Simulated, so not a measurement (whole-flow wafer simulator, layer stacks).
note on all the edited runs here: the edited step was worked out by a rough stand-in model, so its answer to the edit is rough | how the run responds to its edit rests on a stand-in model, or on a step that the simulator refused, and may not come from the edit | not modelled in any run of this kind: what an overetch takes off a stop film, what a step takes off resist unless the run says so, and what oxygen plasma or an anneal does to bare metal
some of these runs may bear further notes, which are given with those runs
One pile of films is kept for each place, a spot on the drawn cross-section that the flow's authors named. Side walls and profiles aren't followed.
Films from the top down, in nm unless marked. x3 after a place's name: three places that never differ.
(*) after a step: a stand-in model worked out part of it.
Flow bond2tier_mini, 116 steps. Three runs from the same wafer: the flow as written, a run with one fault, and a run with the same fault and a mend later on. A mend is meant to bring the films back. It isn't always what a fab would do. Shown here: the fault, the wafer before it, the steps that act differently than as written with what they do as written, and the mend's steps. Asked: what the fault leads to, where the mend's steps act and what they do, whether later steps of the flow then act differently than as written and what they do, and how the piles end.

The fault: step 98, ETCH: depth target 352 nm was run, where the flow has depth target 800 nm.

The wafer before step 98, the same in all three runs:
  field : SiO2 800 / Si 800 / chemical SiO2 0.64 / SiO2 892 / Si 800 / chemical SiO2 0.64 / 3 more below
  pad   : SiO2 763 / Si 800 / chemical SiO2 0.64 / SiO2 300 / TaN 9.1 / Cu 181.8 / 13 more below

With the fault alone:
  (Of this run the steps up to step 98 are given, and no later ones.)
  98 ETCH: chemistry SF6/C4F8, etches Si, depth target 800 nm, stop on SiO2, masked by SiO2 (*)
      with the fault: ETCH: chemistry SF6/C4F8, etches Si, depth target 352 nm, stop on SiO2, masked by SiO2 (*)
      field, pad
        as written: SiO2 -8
        with the fault: SiO2 -3.52
  After step 98 the piles differ from the flow's only slightly at the places that both follow, by at most 2% or 0.5 nm, whichever is larger.

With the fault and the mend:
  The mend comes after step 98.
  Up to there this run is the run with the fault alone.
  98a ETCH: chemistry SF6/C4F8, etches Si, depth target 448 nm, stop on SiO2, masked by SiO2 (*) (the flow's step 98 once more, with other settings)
      field, pad
        SiO2 -4.48
  No later step of the flow acts differently than as written at any place that is followed.
  At the end the piles are the same as the flow's at every place that both follow.
